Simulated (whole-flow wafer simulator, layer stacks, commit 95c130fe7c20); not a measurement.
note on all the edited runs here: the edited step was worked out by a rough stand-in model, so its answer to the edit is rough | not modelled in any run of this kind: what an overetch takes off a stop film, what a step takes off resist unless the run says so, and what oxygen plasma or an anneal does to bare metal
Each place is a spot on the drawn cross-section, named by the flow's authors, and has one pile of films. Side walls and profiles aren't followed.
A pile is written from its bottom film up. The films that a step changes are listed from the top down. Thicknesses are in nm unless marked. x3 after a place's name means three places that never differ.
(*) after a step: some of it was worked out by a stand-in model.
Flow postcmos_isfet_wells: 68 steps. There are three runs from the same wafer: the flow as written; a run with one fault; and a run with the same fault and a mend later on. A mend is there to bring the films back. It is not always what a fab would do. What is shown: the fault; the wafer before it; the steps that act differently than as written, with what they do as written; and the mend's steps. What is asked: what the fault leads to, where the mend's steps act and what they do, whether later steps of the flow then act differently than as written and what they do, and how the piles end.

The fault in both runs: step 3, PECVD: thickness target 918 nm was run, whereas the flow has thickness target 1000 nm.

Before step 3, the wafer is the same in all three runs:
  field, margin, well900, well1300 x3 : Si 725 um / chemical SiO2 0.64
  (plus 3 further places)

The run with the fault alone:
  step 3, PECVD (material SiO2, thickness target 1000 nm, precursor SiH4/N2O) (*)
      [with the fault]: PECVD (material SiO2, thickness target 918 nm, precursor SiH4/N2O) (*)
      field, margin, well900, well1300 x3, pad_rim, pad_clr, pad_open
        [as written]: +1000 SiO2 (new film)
        [with the fault]: +918 SiO2 (new film)
  Every later step of the flow that is run acts as written at every place that is followed.
  At field, margin, well900, well1300 x3, pad_rim, pad_clr, pad_open, the piles at the end differ from the flow's by more than 2% or 0.5 nm, whichever is larger.
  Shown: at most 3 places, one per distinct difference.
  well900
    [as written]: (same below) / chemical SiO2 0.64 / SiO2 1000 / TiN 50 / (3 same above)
    [with the fault]: (same below) / chemical SiO2 0.64 / SiO2 918 / TiN 50 / (3 same above)
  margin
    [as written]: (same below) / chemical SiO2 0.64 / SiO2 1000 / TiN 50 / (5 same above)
    [with the fault]: (same below) / chemical SiO2 0.64 / SiO2 918 / TiN 50 / (5 same above)
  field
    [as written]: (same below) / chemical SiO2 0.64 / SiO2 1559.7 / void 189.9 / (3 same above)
    [with the fault]: (same below) / chemical SiO2 0.64 / SiO2 1477.7 / void 189.9 / (3 same above)

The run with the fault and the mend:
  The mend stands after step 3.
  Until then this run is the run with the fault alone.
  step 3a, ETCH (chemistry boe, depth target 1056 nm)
      field, margin, well900, well1300 x3, pad_rim, pad_clr, pad_open
        -918 SiO2 (all of it), -0.64 chemical SiO2 (all of it)
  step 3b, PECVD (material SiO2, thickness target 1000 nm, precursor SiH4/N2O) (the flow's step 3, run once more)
      field, margin, well900, well1300 x3, pad_rim, pad_clr, pad_open
        +1000 SiO2 (new film)
  Every later step of the flow that is run acts as written at every place that is followed.
  At field, margin, well900, well1300 x3, pad_rim, pad_clr, pad_open, the piles at the end differ from the flow's by more than 2% or 0.5 nm, whichever is larger.
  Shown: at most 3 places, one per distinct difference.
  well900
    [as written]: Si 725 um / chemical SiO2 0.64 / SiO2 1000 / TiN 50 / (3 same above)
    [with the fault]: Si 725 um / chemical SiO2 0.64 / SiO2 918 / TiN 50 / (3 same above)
    [with the mend]: Si 725 um / SiO2 1000 / TiN 50 / (3 same above)
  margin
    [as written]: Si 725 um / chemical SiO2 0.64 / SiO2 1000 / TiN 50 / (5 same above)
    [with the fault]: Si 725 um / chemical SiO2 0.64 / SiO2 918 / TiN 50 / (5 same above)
    [with the mend]: Si 725 um / SiO2 1000 / TiN 50 / (5 same above)
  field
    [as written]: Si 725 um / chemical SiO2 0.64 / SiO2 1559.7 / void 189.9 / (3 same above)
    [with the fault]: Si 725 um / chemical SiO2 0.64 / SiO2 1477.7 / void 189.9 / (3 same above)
    [with the mend]: Si 725 um / SiO2 1559.7 / void 189.9 / (3 same above)
